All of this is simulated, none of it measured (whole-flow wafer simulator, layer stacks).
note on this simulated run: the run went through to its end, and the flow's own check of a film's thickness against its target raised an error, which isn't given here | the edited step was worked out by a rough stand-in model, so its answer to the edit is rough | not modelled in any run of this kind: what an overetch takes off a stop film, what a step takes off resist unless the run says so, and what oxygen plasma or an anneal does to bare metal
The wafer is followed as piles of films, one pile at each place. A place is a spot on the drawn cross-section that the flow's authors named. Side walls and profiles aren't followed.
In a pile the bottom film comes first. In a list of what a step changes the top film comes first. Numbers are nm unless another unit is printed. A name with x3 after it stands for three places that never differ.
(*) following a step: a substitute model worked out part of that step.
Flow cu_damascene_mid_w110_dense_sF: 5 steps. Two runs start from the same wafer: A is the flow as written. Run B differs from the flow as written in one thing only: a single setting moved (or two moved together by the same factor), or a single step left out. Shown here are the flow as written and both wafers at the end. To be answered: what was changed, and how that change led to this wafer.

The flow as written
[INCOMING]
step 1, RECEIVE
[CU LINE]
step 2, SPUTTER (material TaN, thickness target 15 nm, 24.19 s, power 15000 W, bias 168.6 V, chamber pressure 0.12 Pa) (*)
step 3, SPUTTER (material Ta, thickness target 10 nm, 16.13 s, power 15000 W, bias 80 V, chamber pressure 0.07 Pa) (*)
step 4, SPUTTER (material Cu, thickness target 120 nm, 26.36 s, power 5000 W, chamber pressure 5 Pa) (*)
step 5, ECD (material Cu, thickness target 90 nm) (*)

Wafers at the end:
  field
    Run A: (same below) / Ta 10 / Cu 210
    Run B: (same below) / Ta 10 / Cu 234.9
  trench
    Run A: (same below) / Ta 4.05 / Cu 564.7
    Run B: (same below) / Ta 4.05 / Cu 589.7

Cause: step 4, SPUTTER: 31.63 s was run, whereas the flow has 26.36 s.

Step by step, how the change led to this:
  step 4, SPUTTER (material Cu, thickness target 120 nm, 26.36 s, power 5000 W, chamber pressure 5 Pa) (*)
      field: A Cu gains 120 (new film) | B Cu gains 144.9 (new film)
      trench: A Cu gains 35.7 (new film) | B Cu gains 43.1 (new film)
  step 5, ECD (material Cu, thickness target 90 nm) (*)
      trench: A Cu gains 529 | B Cu gains 546.6
